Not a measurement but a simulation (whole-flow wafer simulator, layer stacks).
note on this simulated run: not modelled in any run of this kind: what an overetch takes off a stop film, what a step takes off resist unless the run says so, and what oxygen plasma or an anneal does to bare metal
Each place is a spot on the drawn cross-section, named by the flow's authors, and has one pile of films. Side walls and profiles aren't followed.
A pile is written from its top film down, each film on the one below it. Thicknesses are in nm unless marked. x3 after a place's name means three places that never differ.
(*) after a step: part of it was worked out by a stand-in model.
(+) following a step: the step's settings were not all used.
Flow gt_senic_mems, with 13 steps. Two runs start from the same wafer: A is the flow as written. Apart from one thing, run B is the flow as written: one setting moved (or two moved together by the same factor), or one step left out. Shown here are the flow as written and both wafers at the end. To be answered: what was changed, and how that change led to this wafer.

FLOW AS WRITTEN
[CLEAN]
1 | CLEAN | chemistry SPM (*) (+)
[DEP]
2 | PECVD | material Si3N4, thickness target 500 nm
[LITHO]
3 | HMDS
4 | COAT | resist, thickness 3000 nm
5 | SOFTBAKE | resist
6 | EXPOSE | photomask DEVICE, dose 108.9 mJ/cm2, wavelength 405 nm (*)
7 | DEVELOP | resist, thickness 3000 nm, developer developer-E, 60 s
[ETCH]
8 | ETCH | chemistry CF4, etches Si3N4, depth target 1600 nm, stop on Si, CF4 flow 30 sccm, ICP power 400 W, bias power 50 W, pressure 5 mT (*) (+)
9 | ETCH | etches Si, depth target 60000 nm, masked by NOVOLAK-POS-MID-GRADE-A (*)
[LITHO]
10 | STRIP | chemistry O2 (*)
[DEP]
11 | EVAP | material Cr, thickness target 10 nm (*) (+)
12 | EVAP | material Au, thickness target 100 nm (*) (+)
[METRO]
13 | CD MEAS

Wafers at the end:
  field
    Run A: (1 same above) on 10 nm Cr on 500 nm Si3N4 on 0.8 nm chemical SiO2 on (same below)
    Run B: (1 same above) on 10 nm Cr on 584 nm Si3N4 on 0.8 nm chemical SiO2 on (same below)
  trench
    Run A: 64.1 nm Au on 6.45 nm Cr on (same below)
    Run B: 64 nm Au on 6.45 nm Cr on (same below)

The reason: step 2, PECVD: thickness target 584 nm was run, while the flow as written has thickness target 500 nm.
The wafer lets one read it off: field has Si3N4 584, and step 2 as written asks for 500 nm.

How this came from the change, step by step:
  2 | PECVD | material Si3N4, thickness target 500 nm
      field, trench: A +500 Si3N4 (new film) | B +584 Si3N4 (new film)
  8 | ETCH | chemistry CF4, etches Si3N4, depth target 1600 nm, stop on Si, CF4 flow 30 sccm, ICP power 400 W, bias power 50 W, pressure 5 mT (*) (+)
      field: A -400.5 resist | B -456.5 resist
      trench: A -500 Si3N4 (all of it), -0.8 chemical SiO2 (all of it) | B -584 Si3N4 (all of it), -0.8 chemical SiO2 (all of it)
  10 | STRIP | chemistry O2 (*)
      field: A -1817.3 resist (all of it) | B -1761.3 resist (all of it)
